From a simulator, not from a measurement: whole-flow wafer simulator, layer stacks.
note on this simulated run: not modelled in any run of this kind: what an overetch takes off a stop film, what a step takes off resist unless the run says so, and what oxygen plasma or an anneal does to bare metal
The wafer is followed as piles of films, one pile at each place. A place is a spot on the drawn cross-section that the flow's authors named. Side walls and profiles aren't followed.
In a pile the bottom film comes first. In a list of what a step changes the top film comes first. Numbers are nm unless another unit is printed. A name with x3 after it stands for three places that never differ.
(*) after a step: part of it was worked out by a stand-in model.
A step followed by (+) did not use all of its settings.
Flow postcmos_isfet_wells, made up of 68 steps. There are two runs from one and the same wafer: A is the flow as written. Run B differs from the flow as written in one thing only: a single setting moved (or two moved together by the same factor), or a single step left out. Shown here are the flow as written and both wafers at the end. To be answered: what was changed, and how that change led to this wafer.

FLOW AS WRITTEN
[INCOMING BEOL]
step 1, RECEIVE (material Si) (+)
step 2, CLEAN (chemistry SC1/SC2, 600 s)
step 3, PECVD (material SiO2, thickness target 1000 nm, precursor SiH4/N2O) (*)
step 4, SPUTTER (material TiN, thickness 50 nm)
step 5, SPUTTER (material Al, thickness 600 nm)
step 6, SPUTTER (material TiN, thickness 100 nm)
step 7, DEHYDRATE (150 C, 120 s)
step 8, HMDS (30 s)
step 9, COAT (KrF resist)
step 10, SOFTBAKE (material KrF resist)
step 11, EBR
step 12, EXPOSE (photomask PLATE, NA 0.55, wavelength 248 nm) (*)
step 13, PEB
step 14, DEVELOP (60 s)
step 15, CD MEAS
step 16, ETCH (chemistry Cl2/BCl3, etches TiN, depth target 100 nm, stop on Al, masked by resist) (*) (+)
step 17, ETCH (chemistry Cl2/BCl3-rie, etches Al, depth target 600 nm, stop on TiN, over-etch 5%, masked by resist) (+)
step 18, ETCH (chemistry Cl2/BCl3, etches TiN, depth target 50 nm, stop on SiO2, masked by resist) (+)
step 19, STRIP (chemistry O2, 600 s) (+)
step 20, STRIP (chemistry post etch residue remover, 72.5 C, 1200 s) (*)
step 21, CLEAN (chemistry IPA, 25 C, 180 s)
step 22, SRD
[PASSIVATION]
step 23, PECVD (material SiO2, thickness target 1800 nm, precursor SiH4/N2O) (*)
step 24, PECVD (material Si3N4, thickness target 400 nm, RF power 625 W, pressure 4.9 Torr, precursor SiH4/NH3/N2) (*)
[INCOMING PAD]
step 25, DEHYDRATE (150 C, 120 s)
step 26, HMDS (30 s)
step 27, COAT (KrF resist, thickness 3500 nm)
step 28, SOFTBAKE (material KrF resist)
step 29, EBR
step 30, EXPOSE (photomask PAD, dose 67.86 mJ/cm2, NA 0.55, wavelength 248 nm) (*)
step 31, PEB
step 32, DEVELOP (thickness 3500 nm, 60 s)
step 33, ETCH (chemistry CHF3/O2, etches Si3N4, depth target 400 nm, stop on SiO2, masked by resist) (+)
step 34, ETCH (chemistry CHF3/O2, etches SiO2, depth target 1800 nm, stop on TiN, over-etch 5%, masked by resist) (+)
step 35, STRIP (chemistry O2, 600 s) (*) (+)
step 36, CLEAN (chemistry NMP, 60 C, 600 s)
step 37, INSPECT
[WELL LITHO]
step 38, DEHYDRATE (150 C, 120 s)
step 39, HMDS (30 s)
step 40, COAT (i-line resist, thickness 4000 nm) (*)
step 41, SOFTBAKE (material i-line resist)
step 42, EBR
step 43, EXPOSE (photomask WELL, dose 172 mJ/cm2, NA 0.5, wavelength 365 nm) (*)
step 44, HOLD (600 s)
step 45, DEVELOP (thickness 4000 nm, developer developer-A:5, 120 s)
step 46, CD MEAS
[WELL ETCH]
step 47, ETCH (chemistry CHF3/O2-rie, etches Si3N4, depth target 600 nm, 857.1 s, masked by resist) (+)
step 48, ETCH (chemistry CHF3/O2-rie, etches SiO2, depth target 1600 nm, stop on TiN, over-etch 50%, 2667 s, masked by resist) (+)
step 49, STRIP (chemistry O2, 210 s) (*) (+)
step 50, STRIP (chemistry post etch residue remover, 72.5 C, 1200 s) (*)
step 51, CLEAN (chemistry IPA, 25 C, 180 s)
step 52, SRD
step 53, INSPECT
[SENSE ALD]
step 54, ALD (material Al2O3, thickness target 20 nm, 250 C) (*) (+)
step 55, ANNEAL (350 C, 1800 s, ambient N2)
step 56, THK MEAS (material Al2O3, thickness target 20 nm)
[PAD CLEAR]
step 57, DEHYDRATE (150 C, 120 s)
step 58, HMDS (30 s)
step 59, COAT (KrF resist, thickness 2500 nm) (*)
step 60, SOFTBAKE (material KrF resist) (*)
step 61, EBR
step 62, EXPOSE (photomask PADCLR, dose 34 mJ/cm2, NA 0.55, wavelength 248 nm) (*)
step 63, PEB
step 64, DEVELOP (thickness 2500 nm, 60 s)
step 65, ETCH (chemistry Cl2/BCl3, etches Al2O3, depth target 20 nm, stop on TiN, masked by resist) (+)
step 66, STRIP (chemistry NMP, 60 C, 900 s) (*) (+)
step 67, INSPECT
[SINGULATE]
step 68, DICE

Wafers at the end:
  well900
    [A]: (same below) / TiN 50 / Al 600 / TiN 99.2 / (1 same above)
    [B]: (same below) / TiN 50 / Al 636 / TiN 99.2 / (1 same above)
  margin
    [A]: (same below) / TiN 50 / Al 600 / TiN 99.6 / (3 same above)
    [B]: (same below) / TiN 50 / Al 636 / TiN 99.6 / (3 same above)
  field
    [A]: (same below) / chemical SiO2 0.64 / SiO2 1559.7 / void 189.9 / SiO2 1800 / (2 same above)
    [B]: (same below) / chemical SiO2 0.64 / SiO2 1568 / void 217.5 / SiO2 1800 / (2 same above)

Cause: step 5, SPUTTER: thickness 636 nm was run, while the flow as written has thickness 600 nm; step 17, ETCH: depth target 636 nm was run, where the flow has depth target 600 nm.
One can read it off the wafer: well900 has Al 636, and step 5 as written asks for 600 nm.

How this came from the change, step by step:
  step 5, SPUTTER (material Al, thickness 600 nm)
      field, margin, well900 and 6 more: A Al gains 600 (new film) | B Al gains 636 (new film)
  step 17, ETCH (chemistry Cl2/BCl3-rie, etches Al, depth target 600 nm, stop on TiN, over-etch 5%, masked by resist) (+)
      margin, well900, well1300, well2000, well3000, pad_rim, pad_clr, pad_open: A KrF resist loses 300 | B KrF resist loses 318
      field: A Al loses 600 (all of it) | B Al loses 636 (all of it)
  step 19, STRIP (chemistry O2, 600 s) (+)
      margin, well900, well1300, well2000, well3000, pad_rim, pad_clr, pad_open: A KrF resist loses 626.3 (all of it) | B KrF resist loses 608.3 (all of it)
  step 23, PECVD (material SiO2, thickness target 1800 nm, precursor SiH4/N2O) (*)
      field: A SiO2 gains 1800 (new film), void gains 189.9 (new film), SiO2 gains 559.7 | B SiO2 gains 1800 (new film), void gains 217.5 (new film), SiO2 gains 568
